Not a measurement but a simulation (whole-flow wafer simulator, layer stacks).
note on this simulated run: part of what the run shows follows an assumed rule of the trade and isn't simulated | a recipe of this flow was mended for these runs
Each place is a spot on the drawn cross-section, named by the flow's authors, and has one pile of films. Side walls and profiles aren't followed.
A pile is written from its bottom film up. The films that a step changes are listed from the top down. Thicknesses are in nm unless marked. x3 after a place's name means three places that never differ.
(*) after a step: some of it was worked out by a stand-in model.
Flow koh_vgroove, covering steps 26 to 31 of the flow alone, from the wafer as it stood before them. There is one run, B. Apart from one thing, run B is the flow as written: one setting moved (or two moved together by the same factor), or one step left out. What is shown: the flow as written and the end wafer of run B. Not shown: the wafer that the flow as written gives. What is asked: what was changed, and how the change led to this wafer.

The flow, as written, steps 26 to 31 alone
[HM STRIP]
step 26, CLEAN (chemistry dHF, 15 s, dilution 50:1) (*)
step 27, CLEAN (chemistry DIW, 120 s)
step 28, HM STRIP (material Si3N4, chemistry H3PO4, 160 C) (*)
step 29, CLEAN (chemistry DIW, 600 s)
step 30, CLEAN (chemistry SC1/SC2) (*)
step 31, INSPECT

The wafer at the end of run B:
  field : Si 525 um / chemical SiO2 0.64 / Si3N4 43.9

The reason: step 28, HM STRIP: 139 C was run, whereas the flow has 160 C.

The path from the change to this, step by step:
  step 28, HM STRIP (material Si3N4, chemistry H3PO4, 160 C) (*)
      field: Si3N4 loses 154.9 (it would be, as written: Si3N4 loses 198.7 (all of it), chemical SiO2 loses 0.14, Si loses 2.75)
